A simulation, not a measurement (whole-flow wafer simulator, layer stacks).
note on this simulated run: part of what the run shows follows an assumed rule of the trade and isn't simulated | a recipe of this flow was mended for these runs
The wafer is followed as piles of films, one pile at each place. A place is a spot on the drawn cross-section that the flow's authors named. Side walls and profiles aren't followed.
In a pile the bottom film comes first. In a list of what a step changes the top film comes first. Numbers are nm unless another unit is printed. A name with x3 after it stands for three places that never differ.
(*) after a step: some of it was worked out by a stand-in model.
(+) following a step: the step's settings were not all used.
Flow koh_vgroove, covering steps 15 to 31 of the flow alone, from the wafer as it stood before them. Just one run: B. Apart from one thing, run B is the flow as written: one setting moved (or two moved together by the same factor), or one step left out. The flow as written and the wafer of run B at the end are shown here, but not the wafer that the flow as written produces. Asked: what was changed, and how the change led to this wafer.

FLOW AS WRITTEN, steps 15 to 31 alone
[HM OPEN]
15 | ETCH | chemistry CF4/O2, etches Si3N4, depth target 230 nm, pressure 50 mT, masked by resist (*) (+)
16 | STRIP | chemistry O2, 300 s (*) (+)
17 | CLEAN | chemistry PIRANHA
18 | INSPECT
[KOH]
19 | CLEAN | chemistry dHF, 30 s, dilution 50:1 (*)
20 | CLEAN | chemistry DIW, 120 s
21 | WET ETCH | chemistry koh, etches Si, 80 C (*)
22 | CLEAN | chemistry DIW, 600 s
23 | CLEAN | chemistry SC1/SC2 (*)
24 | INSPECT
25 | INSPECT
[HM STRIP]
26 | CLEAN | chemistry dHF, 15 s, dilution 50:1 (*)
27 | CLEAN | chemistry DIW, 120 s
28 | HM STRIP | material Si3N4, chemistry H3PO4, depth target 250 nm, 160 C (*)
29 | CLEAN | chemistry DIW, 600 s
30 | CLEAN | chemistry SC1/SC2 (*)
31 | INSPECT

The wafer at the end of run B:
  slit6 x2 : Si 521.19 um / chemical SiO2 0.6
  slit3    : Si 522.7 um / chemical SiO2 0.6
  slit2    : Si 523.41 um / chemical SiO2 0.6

What caused this: step 15, ETCH: depth target 264.5 nm was run, though the flow has depth target 230 nm.

How this came from the change, step by step:
  15 | ETCH | chemistry CF4/O2, etches Si3N4, depth target 230 nm, pressure 50 mT, masked by resist (*) (+)
      slit3, slit2, slit6 x2: Si3N4 loses 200 (all of it), chemical SiO2 loses 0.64 (all of it), Si loses 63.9 (in the flow as written it would be: Si3N4 loses 200 (all of it), chemical SiO2 loses 0.64 (all of it), Si loses 29.4)
      field: i-line-resist loses 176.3 (in the flow as written it would be: i-line-resist loses 153.3)
  16 | STRIP | chemistry O2, 300 s (*) (+)
      field: i-line-resist loses 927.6 (all of it) (in the flow as written it would be: i-line-resist loses 950.6 (all of it))
